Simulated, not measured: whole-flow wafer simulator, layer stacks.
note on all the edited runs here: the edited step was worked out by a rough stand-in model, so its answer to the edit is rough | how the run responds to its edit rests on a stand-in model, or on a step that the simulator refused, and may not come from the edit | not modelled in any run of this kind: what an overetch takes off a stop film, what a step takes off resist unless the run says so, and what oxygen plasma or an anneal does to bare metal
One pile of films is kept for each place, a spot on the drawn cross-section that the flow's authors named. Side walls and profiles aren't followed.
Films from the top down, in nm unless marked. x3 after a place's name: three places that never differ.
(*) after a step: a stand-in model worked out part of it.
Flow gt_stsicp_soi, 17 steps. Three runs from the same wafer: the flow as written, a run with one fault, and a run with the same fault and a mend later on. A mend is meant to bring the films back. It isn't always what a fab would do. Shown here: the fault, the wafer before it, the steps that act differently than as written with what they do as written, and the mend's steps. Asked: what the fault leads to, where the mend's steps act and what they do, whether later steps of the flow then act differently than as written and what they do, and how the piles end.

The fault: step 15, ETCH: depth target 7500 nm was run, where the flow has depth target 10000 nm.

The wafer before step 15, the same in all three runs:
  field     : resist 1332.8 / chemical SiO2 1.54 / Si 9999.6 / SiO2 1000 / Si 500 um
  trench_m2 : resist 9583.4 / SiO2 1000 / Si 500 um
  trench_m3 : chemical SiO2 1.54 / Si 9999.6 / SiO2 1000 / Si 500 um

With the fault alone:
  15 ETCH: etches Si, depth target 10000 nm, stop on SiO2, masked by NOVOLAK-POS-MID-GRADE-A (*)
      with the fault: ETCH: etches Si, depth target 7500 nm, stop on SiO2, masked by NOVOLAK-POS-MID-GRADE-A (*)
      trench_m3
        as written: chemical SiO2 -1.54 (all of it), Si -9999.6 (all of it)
        with the fault: chemical SiO2 -1.54 (all of it), Si -7500
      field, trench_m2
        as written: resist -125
        with the fault: resist -93.8
  Later steps of the flow that act differently than as written:
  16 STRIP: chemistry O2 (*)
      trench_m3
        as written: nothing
        with the fault: chemical SiO2 +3 (new film), Si -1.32
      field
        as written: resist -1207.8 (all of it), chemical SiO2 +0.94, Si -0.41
        with the fault: resist -1239 (all of it), chemical SiO2 +0.94, Si -0.41
  At the end the piles differ from the flow's by more than 2% or 0.5 nm, whichever is larger, at trench_m3.
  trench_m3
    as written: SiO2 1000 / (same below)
    with the fault: chemical SiO2 3 / Si 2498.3 / SiO2 1000 / (same below)

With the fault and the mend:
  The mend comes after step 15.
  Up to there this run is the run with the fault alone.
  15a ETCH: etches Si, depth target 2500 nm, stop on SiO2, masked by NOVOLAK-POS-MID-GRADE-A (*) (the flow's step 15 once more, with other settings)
      field, trench_m2
        resist -31.2
      trench_m3
        Si -2499.6 (all of it)
  No later step of the flow acts differently than as written at any place that is followed.
  At the end the piles are the same as the flow's at every place that both follow.
